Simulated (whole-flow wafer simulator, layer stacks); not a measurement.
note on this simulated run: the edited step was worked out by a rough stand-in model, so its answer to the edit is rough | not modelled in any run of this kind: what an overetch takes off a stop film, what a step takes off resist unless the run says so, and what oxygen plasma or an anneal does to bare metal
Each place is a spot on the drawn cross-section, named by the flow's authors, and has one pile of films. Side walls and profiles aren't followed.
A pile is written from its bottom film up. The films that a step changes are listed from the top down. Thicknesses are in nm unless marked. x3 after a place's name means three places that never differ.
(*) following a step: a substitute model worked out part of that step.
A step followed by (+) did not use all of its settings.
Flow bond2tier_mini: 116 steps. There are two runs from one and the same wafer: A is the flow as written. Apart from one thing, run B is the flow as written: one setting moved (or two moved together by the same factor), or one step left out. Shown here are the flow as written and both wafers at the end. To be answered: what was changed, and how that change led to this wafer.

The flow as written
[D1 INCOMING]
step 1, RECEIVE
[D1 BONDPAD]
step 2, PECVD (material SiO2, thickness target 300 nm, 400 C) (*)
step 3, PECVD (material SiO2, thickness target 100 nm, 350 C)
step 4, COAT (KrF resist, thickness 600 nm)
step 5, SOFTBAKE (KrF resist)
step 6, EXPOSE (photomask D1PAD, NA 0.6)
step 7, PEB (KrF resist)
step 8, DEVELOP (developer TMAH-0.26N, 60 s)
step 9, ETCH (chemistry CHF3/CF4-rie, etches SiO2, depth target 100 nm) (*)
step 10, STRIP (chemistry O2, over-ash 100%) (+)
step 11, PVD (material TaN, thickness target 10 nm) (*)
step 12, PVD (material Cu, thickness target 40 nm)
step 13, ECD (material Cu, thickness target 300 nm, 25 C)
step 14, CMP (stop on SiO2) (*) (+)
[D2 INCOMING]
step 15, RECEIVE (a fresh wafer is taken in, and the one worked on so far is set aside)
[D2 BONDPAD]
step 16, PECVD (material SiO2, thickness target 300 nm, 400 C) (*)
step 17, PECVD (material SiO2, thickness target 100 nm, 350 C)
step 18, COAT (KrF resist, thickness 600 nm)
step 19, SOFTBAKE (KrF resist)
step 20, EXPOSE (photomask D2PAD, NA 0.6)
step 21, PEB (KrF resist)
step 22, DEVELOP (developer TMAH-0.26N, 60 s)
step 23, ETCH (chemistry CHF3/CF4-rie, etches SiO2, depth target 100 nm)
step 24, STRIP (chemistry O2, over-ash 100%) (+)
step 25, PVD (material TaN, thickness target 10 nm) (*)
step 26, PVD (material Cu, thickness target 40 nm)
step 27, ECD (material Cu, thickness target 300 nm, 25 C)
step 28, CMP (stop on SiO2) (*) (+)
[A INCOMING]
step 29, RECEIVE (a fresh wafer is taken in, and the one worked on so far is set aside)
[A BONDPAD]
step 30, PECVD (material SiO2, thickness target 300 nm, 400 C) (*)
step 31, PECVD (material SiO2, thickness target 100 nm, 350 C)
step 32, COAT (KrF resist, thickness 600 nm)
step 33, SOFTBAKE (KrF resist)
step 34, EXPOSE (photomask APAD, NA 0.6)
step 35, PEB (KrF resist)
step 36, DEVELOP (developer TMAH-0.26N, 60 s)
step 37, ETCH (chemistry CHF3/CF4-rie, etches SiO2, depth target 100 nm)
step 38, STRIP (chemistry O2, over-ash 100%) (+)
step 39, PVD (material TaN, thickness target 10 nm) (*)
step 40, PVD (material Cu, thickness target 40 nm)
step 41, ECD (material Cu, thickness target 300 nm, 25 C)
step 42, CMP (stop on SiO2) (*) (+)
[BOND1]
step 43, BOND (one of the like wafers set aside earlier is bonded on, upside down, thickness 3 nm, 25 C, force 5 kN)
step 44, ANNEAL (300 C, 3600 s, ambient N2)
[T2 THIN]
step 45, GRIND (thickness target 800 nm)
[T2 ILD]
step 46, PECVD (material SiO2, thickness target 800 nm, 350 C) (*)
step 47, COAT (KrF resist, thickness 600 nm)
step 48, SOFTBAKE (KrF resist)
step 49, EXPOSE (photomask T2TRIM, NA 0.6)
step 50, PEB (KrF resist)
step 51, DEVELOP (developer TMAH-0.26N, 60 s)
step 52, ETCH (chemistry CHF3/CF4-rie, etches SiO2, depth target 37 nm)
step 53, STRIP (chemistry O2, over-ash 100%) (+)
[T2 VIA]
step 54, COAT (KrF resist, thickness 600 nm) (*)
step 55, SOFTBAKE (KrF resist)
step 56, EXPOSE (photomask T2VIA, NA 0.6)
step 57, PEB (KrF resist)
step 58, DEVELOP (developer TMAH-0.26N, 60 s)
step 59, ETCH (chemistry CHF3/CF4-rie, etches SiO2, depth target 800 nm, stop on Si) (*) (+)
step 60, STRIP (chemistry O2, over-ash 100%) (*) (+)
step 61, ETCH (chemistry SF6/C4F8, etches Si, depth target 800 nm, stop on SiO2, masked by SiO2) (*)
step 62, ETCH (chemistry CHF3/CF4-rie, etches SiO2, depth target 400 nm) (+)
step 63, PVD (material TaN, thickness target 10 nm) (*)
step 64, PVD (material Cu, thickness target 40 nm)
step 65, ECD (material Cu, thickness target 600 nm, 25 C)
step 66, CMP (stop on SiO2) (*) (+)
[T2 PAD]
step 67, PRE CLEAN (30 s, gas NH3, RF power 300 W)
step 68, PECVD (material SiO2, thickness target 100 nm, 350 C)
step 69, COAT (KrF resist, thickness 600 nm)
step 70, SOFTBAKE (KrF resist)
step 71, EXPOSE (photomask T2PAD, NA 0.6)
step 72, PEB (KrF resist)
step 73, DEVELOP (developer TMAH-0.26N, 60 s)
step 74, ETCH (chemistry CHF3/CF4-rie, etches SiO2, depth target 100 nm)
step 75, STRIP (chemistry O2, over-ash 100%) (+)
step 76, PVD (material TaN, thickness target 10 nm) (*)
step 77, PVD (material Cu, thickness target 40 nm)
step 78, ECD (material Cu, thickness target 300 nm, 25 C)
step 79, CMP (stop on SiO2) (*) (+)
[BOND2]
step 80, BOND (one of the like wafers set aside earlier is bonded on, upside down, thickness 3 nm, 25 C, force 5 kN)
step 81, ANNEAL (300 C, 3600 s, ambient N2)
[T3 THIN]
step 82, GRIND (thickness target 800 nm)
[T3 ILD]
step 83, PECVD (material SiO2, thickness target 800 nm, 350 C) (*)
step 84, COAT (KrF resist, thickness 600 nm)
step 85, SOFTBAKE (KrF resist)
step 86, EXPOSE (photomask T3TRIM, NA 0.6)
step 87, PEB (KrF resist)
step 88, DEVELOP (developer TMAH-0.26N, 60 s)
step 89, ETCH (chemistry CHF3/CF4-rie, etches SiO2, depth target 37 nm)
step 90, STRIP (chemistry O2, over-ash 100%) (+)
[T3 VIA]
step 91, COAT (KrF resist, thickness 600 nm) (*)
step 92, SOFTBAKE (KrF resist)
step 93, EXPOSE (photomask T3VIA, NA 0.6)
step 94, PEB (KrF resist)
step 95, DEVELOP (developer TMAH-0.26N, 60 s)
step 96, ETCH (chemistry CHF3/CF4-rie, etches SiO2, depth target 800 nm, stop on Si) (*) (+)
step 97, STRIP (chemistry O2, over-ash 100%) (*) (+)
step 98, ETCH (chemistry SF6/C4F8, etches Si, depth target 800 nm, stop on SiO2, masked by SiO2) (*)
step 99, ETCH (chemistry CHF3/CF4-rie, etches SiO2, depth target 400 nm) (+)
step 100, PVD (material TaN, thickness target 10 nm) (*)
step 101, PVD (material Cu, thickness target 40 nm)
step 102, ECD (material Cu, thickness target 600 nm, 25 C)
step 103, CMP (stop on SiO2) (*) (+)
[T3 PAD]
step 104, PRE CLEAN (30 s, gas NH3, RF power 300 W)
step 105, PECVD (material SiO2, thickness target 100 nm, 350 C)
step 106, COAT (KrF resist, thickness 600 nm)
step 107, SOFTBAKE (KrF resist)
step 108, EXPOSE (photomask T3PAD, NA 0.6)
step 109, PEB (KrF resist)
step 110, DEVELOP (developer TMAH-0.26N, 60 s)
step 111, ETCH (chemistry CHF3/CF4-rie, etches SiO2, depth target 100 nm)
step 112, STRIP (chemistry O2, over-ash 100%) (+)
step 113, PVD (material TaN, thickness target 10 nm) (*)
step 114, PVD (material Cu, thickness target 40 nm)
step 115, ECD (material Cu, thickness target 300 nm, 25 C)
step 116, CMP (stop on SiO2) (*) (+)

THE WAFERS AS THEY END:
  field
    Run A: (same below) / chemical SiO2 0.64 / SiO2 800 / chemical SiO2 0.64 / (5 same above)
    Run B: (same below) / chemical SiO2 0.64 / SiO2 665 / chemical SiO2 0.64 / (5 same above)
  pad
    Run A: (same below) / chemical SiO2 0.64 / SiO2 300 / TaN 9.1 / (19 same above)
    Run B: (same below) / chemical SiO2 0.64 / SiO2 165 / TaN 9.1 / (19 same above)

What caused this: step 30, PECVD: thickness target 165 nm was run, though the flow has thickness target 300 nm.
The wafer lets one read it off: pad has SiO2 165, and step 30 as written asks for 300 nm.

Step by step, how the change led to this:
  step 30, PECVD (material SiO2, thickness target 300 nm, 400 C) (*)
      field, pad, via: A +300 SiO2 (new film) | B +165 SiO2 (new film)
